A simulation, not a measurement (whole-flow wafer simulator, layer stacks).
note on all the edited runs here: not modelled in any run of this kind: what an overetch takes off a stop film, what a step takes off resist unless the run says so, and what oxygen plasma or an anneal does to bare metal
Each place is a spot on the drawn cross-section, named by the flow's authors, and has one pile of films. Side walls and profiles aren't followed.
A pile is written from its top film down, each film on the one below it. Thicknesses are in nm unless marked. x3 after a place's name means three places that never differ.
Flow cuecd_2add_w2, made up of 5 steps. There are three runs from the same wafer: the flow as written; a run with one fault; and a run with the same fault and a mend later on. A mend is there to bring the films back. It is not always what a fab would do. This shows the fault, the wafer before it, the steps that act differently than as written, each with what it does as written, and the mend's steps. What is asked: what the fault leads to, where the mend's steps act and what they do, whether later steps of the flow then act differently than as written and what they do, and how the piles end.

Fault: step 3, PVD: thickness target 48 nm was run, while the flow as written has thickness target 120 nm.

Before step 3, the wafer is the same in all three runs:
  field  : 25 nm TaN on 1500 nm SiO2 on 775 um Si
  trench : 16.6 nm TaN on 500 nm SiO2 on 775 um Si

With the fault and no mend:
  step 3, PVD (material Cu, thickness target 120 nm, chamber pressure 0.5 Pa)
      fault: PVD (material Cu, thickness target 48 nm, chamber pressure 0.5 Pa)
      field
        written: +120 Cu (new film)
        fault: +48 Cu (new film)
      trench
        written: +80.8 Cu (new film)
        fault: +32.5 Cu (new film)
  Every later step of the flow that is run acts as written, at every place that is followed, to within 2% or 0.5 nm, whichever is larger.
  By the end, the piles at field, trench depart from the flow's by more than 2% or 0.5 nm, whichever is larger.
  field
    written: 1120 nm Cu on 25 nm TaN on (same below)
    fault: 1048 nm Cu on 25 nm TaN on (same below)
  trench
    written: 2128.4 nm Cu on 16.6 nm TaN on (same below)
    fault: 2056.4 nm Cu on 16.6 nm TaN on (same below)

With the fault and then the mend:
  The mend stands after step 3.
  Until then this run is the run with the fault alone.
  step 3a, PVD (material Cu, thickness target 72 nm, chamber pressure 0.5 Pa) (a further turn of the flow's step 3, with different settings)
      field
        +72 Cu
      trench
        +47.9 Cu
  Every later step of the flow that is run acts as written, at every place that is followed, to within 2% or 0.5 nm, whichever is larger.
  At every place that both follow, the piles at the end match the flow's.
